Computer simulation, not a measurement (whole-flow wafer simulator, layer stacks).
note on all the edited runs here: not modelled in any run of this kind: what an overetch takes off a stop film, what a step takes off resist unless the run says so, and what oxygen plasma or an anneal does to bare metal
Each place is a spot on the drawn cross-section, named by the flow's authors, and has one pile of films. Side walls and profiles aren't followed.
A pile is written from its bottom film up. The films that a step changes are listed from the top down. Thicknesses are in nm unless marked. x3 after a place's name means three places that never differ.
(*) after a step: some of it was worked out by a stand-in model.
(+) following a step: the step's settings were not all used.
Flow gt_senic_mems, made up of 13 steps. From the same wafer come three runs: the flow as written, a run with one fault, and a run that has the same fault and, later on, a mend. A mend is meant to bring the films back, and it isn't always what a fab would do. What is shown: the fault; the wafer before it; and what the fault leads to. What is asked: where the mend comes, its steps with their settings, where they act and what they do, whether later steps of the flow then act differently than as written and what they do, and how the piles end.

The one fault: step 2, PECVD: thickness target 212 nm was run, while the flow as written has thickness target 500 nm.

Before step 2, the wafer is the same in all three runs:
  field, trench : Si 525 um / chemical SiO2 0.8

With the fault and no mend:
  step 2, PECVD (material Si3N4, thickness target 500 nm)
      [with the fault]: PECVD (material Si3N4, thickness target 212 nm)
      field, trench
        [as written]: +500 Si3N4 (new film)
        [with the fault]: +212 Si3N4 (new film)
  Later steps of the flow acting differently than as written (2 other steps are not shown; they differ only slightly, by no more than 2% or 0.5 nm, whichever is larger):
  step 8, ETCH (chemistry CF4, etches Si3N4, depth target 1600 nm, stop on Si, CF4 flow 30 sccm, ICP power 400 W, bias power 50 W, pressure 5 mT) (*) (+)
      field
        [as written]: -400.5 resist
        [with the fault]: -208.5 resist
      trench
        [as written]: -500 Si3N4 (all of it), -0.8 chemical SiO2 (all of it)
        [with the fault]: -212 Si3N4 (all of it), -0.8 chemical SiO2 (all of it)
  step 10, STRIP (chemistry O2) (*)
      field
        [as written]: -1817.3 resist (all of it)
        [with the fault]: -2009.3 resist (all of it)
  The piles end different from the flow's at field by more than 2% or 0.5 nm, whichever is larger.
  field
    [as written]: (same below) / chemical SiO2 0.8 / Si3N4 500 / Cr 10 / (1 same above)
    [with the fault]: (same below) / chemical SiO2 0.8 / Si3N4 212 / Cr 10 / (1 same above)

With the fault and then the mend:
  After step 2 comes the mend.
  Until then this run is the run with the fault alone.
  step 2a, PECVD (material Si3N4, thickness target 288 nm) (the flow's step 2 again, with other settings)
      field, trench
        +288 Si3N4
  None of the later steps of the flow acts differently than as written at any place that is followed.
  At every place that both follow, the piles at the end match the flow's.
